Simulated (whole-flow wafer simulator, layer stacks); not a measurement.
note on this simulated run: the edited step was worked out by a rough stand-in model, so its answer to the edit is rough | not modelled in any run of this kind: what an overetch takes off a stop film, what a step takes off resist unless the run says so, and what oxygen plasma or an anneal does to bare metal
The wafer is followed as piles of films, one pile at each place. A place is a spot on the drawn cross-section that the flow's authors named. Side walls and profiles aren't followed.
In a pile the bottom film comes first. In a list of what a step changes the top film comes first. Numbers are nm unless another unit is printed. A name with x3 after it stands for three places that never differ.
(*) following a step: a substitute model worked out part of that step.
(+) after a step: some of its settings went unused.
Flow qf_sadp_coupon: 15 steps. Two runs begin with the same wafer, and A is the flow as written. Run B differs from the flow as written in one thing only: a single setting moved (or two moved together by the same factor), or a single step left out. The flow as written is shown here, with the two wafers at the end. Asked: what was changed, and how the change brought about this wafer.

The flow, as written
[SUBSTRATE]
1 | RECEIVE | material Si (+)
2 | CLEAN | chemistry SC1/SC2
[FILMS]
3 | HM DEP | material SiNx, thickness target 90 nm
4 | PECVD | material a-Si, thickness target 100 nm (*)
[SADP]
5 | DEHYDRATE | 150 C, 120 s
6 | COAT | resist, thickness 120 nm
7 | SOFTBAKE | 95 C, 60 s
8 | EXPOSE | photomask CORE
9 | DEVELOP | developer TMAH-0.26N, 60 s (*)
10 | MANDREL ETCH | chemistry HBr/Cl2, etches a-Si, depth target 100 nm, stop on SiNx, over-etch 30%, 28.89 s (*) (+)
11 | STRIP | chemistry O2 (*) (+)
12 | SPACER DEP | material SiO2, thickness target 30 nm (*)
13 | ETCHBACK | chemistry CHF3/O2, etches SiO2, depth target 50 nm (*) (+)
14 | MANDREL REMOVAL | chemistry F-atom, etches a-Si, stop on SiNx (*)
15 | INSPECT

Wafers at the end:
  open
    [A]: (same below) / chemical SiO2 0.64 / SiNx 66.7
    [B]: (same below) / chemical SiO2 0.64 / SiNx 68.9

Cause: step 4, PECVD: thickness target 115.6 nm was run, whereas the flow has thickness target 100 nm.

Step by step, how the change led to this:
  4 | PECVD | material a-Si, thickness target 100 nm (*)
      m, open: A a-Si gains 100 (new film) | B a-Si gains 115.6 (new film)
  10 | MANDREL ETCH | chemistry HBr/Cl2, etches a-Si, depth target 100 nm, stop on SiNx, over-etch 30%, 28.89 s (*) (+)
      open: A a-Si loses 100 (all of it), SiNx loses 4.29 | B a-Si loses 115.6 (all of it), SiNx loses 2.06
  14 | MANDREL REMOVAL | chemistry F-atom, etches a-Si, stop on SiNx (*)
      m: A a-Si loses 95.8 (all of it) | B a-Si loses 111.4 (all of it)
